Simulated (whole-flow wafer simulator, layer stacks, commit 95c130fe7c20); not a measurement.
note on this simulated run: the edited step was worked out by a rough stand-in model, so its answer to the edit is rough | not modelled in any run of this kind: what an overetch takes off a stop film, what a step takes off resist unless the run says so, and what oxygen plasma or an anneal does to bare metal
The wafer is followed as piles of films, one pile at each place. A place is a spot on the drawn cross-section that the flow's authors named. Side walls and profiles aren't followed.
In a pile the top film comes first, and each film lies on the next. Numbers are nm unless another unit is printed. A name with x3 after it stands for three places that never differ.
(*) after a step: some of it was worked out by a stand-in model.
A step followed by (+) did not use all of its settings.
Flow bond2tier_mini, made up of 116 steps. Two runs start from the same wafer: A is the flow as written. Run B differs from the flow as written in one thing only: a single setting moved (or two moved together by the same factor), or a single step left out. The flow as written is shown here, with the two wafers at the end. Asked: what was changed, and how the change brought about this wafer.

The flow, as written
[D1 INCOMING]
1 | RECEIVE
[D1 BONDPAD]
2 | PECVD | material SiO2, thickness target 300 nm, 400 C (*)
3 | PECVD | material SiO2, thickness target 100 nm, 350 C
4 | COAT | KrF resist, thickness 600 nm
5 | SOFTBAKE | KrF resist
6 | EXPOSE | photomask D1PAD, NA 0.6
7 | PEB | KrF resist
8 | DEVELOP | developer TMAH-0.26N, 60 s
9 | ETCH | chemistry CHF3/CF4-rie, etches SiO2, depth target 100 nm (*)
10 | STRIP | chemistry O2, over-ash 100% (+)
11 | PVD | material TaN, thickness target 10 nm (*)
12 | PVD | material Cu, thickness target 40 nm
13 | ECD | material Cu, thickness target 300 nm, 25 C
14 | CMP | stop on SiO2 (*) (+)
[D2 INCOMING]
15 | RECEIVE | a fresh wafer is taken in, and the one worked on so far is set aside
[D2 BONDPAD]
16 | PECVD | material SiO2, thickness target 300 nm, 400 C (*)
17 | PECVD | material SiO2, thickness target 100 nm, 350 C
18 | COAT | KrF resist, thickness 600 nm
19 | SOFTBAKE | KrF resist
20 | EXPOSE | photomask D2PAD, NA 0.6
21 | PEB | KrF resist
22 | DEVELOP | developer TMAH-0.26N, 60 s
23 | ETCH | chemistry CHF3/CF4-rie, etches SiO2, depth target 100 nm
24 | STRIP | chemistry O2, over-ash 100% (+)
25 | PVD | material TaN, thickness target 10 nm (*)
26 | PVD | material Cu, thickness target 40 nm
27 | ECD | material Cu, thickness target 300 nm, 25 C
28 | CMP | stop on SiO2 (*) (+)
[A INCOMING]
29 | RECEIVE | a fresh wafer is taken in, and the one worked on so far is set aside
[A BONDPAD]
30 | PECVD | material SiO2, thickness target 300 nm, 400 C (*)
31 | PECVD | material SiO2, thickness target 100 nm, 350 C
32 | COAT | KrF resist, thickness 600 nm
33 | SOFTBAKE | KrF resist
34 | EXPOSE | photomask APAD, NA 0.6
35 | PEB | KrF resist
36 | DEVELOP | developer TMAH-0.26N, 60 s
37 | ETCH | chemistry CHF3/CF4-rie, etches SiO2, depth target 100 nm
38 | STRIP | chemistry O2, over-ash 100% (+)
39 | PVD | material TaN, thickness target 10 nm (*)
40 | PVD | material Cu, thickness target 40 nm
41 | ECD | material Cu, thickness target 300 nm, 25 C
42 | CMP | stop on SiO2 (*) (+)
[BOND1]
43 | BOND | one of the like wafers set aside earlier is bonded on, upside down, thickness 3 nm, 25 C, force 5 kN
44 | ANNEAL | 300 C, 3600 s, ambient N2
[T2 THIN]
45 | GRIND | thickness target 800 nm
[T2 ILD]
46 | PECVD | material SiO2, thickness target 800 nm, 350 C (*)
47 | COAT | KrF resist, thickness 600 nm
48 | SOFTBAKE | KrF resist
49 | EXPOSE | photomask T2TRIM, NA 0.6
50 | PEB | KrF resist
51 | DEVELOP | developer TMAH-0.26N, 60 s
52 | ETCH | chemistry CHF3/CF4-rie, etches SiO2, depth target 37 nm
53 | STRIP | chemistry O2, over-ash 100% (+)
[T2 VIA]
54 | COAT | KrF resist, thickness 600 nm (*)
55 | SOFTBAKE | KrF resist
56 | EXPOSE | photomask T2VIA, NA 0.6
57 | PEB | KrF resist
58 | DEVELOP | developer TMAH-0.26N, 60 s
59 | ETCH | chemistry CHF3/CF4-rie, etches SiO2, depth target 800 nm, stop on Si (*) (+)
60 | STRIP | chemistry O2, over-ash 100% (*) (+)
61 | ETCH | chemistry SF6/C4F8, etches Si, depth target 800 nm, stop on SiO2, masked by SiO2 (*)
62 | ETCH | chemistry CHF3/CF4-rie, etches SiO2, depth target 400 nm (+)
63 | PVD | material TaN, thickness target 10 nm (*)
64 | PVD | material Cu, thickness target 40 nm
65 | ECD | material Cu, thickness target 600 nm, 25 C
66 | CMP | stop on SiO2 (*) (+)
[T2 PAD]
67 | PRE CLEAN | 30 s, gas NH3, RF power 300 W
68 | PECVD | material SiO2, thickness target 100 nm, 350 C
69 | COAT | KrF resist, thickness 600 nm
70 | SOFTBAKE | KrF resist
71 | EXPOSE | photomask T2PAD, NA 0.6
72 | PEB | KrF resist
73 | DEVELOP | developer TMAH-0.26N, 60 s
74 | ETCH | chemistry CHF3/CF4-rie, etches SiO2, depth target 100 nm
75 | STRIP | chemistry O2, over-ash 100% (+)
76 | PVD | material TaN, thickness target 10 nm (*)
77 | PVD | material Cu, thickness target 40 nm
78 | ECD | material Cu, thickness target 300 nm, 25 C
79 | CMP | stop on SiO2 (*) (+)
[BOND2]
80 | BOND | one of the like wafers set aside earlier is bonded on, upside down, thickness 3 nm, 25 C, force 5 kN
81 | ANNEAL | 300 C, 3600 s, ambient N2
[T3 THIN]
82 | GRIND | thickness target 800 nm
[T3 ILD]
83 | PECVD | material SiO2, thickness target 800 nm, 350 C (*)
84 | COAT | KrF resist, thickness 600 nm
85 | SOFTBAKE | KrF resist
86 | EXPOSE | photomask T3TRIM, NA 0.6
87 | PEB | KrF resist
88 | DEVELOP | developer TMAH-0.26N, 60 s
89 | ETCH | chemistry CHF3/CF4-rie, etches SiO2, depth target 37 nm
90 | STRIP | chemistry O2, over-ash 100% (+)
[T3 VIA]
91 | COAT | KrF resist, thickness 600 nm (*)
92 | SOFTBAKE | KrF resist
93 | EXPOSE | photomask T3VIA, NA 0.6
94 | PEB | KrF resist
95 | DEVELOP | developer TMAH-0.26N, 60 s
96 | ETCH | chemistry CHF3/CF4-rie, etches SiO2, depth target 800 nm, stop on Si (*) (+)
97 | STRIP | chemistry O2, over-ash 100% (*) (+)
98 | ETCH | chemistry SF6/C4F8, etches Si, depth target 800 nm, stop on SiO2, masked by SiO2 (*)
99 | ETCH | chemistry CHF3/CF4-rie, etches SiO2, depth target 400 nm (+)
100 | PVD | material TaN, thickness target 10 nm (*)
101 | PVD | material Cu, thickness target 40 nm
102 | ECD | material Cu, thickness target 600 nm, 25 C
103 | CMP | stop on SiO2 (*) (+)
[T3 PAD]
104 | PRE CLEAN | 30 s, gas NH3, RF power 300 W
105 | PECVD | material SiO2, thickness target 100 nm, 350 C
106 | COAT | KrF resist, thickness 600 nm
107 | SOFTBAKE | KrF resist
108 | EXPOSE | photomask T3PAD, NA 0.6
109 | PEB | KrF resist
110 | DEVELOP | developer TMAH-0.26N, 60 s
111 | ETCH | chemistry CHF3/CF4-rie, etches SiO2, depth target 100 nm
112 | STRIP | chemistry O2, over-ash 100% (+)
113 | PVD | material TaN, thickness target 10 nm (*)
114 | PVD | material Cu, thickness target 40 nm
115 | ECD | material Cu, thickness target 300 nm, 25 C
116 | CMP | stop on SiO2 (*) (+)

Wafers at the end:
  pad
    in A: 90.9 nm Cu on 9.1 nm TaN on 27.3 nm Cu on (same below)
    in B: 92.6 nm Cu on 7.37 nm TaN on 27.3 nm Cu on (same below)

The reason: step 113, PVD: thickness target 8.1 nm was run, whereas the flow has thickness target 10 nm.

How this came from the change, step by step:
  113 | PVD | material TaN, thickness target 10 nm (*)
      field: A TaN gains 10 (new film) | B TaN gains 8.1 (new film)
      pad: A TaN gains 9.1 (new film) | B TaN gains 7.37 (new film)
  116 | CMP | stop on SiO2 (*) (+)
      field: A Cu loses 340 (all of it), TaN loses 10 (all of it) | B Cu loses 340 (all of it), TaN loses 8.1 (all of it)
